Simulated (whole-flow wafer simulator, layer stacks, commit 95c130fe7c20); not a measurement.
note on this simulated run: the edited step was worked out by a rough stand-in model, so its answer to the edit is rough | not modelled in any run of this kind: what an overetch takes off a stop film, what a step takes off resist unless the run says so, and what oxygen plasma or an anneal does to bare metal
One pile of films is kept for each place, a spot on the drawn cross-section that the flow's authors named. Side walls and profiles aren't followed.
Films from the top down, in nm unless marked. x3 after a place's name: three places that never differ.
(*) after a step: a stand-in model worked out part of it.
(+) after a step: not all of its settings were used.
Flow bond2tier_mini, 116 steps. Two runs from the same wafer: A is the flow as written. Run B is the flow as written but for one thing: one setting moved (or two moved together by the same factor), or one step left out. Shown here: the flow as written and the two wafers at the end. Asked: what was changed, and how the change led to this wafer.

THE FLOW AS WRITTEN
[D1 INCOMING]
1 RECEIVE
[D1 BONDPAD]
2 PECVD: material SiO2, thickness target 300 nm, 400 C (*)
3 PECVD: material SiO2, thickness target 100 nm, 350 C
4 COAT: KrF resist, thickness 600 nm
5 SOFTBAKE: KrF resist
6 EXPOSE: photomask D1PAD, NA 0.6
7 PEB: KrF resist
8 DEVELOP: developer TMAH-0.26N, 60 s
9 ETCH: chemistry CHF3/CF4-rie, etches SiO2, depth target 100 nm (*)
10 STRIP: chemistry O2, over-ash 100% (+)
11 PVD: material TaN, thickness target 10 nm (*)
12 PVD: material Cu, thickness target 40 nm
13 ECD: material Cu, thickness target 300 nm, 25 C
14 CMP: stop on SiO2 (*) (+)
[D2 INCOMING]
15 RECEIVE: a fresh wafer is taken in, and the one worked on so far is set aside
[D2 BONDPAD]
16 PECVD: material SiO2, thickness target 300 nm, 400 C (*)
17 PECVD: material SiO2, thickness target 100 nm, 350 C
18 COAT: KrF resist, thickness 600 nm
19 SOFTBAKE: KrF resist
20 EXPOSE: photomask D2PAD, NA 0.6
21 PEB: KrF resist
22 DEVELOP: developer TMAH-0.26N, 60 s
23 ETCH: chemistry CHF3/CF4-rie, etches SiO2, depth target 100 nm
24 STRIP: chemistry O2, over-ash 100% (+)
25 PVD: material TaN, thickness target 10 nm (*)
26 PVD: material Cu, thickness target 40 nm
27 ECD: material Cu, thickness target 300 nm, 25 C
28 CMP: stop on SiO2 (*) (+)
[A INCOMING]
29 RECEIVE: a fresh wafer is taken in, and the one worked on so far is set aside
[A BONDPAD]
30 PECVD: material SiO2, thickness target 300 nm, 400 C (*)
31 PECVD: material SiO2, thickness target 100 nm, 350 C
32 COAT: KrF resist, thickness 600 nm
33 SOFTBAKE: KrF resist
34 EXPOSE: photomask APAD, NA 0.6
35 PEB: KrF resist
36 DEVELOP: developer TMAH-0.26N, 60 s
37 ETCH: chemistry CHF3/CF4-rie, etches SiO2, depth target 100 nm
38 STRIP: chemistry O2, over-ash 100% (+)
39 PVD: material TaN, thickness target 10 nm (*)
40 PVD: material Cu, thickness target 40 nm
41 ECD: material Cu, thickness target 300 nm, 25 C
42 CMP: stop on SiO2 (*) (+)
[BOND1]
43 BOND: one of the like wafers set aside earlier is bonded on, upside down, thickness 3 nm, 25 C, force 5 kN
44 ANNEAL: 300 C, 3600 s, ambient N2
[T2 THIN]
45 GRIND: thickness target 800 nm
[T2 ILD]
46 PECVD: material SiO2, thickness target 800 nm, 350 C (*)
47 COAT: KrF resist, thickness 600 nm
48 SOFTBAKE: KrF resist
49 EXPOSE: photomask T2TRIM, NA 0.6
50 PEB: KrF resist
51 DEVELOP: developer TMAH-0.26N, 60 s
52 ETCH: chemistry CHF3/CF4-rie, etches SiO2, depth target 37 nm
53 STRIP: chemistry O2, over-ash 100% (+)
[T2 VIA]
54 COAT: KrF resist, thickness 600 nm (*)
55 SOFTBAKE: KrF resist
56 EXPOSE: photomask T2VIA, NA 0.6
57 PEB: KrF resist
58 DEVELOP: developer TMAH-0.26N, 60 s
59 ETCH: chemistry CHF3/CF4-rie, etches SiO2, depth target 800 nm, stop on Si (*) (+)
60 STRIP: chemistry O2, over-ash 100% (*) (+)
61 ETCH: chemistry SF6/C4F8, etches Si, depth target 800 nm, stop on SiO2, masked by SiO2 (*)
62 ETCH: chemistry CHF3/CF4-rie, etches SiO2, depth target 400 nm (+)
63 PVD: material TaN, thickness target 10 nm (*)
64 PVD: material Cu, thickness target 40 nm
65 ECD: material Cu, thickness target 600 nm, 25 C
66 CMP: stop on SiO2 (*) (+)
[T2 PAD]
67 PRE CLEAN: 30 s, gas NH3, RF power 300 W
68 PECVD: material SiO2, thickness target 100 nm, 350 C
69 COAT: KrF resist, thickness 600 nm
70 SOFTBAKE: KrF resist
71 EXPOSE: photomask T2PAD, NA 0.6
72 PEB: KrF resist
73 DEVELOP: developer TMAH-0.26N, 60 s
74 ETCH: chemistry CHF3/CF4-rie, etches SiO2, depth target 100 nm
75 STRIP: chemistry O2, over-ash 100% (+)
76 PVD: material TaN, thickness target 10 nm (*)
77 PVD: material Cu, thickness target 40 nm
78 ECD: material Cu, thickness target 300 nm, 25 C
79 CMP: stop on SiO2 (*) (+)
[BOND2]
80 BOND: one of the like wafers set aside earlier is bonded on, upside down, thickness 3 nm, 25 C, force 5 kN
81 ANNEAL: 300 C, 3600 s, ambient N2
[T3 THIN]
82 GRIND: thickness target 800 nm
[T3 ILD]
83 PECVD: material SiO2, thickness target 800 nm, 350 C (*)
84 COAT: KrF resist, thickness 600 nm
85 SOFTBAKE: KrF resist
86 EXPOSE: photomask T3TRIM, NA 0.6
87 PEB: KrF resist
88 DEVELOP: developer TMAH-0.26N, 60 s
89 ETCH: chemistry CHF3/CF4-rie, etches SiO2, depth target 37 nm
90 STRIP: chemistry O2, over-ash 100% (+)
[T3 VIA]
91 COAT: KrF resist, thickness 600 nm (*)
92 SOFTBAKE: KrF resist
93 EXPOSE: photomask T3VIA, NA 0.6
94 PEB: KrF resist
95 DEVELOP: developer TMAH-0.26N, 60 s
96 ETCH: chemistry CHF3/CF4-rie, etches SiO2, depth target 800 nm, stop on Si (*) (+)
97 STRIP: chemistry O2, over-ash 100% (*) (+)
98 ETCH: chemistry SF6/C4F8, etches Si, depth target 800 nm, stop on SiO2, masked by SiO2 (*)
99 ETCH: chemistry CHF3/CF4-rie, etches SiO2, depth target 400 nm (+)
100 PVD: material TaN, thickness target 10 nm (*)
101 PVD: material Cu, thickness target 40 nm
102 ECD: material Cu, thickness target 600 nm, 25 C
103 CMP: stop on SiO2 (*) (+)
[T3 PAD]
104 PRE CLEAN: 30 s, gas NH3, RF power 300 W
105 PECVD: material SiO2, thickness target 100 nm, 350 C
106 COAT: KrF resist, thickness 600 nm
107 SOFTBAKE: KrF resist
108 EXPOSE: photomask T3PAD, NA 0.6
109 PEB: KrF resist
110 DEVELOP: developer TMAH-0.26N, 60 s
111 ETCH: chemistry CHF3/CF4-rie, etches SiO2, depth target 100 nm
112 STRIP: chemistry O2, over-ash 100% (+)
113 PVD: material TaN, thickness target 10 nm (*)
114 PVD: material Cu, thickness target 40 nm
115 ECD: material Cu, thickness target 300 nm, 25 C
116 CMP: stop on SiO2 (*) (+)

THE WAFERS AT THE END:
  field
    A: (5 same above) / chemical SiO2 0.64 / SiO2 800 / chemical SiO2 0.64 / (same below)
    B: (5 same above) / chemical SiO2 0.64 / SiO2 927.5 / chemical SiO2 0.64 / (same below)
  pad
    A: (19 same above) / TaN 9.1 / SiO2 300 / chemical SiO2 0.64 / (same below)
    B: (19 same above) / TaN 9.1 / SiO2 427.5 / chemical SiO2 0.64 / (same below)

The cause: step 30, PECVD: thickness target 427.5 nm was run, where the flow has thickness target 300 nm.
It can be read off the wafer: pad has SiO2 427.5, and step 30 as written asks for 300 nm.

How the change led to this, step by step:
  30 PECVD: material SiO2, thickness target 300 nm, 400 C (*)
      field, pad, via: A SiO2 +300 (new film) | B SiO2 +427.5 (new film)
